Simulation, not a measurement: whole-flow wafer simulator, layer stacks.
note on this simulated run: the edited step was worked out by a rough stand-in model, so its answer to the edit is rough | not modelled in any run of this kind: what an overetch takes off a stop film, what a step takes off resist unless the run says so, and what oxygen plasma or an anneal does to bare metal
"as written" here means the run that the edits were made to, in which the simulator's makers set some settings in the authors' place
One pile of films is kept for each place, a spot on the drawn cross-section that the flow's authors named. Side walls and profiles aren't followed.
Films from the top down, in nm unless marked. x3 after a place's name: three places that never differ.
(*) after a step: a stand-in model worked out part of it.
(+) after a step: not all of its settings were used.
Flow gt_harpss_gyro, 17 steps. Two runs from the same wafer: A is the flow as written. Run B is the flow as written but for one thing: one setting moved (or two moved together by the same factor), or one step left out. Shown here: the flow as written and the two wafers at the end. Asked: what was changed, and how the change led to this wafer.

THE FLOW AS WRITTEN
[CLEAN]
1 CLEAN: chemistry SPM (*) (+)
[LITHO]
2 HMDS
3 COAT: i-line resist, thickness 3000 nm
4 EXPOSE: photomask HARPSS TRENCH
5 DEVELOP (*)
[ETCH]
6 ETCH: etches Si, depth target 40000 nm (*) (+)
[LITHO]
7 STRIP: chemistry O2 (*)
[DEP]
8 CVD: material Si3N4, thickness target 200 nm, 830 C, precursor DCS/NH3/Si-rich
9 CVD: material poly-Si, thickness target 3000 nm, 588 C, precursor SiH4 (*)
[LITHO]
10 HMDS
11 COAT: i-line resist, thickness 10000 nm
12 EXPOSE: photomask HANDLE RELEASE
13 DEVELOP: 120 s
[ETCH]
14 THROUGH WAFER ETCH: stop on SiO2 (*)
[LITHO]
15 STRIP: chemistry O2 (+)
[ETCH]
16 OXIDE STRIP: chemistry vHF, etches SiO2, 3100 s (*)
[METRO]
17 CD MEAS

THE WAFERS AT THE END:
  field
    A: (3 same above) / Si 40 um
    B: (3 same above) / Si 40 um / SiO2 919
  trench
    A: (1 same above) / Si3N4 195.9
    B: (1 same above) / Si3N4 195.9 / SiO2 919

The cause: step 16, OXIDE STRIP: 1395 s was run, where the flow has 3100 s.

How the change led to this, step by step:
  16 OXIDE STRIP: chemistry vHF, etches SiO2, 3100 s (*)
      field: A under 4 films: SiO2 -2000 (all of it) | B under 4 films: SiO2 -1081
      trench: A under 2 films: SiO2 -2000 (all of it) | B under 2 films: SiO2 -1081
